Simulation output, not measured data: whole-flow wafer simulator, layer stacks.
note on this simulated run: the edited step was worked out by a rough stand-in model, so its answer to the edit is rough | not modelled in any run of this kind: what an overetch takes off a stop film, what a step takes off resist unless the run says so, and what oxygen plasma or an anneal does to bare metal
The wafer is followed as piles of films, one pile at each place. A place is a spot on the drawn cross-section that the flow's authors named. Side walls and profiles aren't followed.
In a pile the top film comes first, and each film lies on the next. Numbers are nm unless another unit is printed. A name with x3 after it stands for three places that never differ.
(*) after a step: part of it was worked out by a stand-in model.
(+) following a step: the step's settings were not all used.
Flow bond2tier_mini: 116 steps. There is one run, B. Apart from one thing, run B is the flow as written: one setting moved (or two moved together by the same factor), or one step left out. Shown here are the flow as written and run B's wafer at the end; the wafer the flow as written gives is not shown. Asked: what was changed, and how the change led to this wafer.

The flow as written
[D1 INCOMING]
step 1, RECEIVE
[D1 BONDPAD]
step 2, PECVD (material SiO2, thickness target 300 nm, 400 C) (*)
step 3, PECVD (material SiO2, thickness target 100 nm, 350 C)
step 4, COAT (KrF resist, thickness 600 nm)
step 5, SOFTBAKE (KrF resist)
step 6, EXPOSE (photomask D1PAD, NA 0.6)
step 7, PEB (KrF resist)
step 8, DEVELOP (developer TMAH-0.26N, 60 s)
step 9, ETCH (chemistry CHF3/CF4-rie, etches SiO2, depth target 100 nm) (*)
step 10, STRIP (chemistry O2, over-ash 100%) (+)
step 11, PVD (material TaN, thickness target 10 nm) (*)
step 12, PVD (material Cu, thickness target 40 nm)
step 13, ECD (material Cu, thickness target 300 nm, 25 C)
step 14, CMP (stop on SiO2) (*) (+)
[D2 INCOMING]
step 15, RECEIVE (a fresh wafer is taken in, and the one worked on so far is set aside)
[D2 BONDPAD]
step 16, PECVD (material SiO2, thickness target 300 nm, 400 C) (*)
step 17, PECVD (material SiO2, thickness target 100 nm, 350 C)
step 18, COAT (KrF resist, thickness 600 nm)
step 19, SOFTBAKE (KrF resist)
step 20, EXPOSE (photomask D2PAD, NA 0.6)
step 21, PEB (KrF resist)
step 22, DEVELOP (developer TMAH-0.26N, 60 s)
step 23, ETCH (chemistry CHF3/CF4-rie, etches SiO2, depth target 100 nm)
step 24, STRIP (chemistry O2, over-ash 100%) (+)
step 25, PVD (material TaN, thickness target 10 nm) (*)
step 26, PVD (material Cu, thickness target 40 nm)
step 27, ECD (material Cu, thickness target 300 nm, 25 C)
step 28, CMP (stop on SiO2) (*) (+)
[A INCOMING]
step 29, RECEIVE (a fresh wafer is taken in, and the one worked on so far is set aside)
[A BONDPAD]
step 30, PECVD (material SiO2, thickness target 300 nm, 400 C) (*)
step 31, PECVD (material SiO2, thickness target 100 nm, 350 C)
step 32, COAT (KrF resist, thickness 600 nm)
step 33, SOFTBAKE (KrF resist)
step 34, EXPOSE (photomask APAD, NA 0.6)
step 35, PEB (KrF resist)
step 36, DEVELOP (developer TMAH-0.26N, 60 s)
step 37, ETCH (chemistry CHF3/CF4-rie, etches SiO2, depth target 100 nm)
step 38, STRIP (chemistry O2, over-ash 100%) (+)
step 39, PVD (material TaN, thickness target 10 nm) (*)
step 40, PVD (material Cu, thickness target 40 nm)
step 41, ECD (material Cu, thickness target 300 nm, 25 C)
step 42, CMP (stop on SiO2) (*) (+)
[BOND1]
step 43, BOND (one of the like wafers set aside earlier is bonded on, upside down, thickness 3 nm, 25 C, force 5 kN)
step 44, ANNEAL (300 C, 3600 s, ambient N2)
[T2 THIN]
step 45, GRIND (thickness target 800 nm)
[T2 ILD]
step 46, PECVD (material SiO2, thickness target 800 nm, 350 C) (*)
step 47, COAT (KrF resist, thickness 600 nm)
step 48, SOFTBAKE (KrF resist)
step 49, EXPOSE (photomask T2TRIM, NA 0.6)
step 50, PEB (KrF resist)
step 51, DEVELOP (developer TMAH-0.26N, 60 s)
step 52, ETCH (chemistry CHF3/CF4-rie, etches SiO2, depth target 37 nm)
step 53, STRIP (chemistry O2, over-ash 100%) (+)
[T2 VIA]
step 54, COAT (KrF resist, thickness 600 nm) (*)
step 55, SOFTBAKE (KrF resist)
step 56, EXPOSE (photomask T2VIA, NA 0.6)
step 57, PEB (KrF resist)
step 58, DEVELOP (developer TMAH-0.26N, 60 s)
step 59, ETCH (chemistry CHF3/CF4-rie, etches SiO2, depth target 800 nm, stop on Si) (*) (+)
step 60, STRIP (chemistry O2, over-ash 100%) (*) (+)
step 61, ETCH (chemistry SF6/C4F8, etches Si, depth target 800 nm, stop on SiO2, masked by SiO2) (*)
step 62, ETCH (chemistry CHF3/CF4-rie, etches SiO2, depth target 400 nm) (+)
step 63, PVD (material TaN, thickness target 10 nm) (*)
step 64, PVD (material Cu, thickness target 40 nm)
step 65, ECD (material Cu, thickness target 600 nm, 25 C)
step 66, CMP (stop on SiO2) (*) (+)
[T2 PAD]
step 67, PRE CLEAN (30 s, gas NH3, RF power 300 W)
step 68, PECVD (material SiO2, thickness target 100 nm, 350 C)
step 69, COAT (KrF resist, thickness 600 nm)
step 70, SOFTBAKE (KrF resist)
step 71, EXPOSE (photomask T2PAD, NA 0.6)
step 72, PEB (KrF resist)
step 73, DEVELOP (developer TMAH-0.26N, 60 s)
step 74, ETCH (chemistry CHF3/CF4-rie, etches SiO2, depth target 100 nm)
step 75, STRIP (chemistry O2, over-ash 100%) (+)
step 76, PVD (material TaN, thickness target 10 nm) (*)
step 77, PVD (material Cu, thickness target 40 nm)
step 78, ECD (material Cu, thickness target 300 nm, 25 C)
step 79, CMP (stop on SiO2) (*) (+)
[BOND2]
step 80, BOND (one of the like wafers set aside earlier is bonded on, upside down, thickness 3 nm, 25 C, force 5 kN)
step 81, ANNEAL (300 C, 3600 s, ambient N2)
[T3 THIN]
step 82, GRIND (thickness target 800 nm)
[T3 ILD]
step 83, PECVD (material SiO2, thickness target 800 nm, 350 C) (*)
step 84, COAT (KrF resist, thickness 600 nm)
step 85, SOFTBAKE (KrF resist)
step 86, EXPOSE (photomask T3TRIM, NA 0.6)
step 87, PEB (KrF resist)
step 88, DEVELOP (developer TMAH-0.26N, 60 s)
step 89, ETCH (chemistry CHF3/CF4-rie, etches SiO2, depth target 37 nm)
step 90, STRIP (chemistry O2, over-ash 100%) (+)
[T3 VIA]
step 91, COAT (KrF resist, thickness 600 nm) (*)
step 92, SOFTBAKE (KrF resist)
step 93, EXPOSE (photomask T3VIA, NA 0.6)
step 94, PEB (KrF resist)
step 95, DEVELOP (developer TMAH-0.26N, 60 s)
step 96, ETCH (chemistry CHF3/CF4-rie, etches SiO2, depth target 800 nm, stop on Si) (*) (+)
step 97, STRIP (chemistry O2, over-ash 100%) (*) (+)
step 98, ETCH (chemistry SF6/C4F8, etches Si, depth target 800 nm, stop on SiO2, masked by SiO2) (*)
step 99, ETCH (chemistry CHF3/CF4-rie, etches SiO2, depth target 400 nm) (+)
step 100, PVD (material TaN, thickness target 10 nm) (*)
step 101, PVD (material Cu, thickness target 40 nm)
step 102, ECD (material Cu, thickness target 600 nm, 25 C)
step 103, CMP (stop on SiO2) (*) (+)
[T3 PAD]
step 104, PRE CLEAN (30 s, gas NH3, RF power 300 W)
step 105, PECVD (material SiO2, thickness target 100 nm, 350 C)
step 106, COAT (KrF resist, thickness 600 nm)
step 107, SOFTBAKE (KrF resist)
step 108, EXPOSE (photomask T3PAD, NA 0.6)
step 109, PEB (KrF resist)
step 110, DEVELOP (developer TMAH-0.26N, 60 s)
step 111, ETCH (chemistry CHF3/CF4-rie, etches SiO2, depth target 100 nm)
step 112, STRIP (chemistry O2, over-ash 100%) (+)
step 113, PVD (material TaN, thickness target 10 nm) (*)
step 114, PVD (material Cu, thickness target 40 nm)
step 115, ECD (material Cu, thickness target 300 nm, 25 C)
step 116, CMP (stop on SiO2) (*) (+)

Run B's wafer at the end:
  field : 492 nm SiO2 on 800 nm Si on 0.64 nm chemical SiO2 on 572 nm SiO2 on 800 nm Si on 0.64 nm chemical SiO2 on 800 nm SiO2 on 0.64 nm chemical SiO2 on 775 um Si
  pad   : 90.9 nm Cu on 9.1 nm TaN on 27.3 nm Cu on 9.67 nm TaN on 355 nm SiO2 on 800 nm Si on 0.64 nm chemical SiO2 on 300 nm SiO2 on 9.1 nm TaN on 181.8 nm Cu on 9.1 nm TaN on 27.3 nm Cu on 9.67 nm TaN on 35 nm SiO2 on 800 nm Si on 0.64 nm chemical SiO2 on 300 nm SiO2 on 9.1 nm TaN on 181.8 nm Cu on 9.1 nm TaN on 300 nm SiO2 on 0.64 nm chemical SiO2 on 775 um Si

Cause: step 46, PECVD: thickness target 480 nm was run, whereas the flow has thickness target 800 nm.

Step by step, how the change led to this:
  step 46, PECVD (material SiO2, thickness target 800 nm, 350 C) (*)
      field, pad, via: +480 SiO2 (new film) (it would be, as written: +800 SiO2 (new film))
  step 59, ETCH (chemistry CHF3/CF4-rie, etches SiO2, depth target 800 nm, stop on Si) (*) (+)
      field, pad: -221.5 KrF resist (it would be, as written: -266.7 KrF resist)
      via: -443 SiO2 (all of it) (it would be, as written: -763 SiO2 (all of it))
  step 60, STRIP (chemistry O2, over-ash 100%) (*) (+)
      field: -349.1 KrF resist (all of it) (it would be, as written: -303.9 KrF resist (all of it))
      pad: -381.1 KrF resist (all of it) (it would be, as written: -336 KrF resist (all of it))
